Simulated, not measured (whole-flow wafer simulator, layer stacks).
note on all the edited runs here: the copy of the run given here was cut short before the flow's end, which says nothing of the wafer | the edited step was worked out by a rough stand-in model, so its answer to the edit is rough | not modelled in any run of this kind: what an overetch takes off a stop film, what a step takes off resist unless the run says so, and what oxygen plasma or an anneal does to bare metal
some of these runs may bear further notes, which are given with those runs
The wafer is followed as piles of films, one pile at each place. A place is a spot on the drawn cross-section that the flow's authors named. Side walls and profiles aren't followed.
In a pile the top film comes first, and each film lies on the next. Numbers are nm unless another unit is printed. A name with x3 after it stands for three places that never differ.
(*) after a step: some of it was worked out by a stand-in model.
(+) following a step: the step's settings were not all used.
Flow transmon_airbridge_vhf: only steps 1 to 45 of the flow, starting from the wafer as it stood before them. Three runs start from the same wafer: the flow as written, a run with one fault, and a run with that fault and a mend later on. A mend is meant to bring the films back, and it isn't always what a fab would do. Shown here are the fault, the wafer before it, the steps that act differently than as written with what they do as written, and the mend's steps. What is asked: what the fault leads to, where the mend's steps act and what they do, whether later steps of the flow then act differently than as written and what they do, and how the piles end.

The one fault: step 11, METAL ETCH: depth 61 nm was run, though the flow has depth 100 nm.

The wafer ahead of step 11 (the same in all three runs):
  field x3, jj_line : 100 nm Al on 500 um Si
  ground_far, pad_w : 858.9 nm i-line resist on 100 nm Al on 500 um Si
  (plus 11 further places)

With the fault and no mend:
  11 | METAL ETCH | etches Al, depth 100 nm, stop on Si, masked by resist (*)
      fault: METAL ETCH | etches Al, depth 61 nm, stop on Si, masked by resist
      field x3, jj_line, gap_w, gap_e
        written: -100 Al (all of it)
        fault: -61 Al
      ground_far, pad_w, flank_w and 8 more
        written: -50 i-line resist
        fault: -30.5 i-line resist
  Steps further on in the flow that do not act as written (not shown: 14 more steps that differ only slightly, by at most 2% or 0.5 nm, whichever is larger):
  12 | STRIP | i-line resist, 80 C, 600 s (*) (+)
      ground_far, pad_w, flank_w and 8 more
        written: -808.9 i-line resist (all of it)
        fault: -828.4 i-line resist (all of it)
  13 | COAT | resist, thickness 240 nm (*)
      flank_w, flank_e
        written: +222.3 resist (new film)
        fault: +228.7 resist (new film)
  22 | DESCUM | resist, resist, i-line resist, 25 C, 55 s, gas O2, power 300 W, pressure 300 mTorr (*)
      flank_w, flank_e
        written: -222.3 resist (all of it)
        fault: -228.7 resist (all of it)
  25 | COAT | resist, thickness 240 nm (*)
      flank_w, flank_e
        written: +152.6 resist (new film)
        fault: +157 resist (new film)
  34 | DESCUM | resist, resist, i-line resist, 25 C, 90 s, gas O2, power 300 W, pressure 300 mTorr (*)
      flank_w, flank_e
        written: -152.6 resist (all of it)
        fault: -157 resist (all of it)
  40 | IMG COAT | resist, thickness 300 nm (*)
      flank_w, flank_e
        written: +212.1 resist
        fault: +218.2 resist
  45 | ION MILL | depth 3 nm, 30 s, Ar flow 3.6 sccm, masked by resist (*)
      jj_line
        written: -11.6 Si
        fault: -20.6 Al
  By the end, the piles at field x3, jj_line, gap_w, gap_e depart from the flow's by more than 2% or 0.5 nm, whichever is larger.
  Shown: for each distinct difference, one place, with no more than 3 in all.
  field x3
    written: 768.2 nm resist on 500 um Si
    fault: 768.2 nm resist on 39 nm Al on 500 um Si
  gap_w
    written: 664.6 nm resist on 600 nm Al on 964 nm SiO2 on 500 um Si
    fault: 653.8 nm resist on 600 nm Al on 964 nm SiO2 on 39 nm Al on 500 um Si
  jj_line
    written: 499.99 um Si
    fault: 18.4 nm Al on 500 um Si

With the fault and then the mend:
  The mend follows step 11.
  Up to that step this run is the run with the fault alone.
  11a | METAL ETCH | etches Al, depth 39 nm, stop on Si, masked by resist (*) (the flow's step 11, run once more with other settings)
      ground_far, pad_w, flank_w and 8 more
        -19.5 i-line resist
      field x3, jj_line, gap_w, gap_e
        -39 Al (all of it)
  Every later step of the flow that is run acts as written at every place that is followed.
  At every place that both follow, the piles at the end match the flow's.
